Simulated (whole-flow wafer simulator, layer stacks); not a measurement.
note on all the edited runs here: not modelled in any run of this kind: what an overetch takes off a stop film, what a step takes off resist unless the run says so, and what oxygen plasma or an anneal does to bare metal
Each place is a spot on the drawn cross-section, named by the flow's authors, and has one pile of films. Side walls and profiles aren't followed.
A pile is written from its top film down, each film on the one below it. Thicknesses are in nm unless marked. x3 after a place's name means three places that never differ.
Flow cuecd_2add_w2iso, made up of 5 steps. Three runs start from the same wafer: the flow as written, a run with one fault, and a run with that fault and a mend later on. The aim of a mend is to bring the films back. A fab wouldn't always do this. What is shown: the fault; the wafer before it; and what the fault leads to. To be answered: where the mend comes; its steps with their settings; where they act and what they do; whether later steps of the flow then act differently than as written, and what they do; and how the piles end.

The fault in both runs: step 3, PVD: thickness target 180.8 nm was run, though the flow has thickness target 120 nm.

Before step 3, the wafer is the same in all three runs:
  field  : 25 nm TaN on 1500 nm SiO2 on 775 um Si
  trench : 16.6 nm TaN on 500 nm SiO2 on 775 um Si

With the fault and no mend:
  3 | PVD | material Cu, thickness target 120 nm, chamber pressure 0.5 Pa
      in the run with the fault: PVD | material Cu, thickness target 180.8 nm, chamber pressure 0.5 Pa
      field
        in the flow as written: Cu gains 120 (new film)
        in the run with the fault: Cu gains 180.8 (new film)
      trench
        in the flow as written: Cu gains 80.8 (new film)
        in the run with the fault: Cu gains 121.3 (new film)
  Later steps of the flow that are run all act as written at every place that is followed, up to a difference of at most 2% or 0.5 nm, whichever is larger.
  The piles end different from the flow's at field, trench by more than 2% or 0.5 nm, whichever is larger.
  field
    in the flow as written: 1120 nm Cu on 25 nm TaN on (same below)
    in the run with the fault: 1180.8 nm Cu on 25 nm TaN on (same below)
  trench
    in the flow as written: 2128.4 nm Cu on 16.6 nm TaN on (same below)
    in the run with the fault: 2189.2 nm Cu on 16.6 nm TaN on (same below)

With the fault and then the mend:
  The mend follows step 3.
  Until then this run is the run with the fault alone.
  3a | ETCH | chemistry cu recess dil, depth target 207.7 nm
      field
        Cu loses 180.8 (all of it)
      trench
        Cu loses 121.3 (all of it)
  3b | PVD | material Cu, thickness target 120 nm, chamber pressure 0.5 Pa (a further turn of the flow's step 3)
      field
        Cu gains 120 (new film)
      trench
        Cu gains 80.8 (new film)
  Later steps of the flow that are run all act as written at every place that is followed.
  By the end, the piles equal the flow's at every place that both follow.
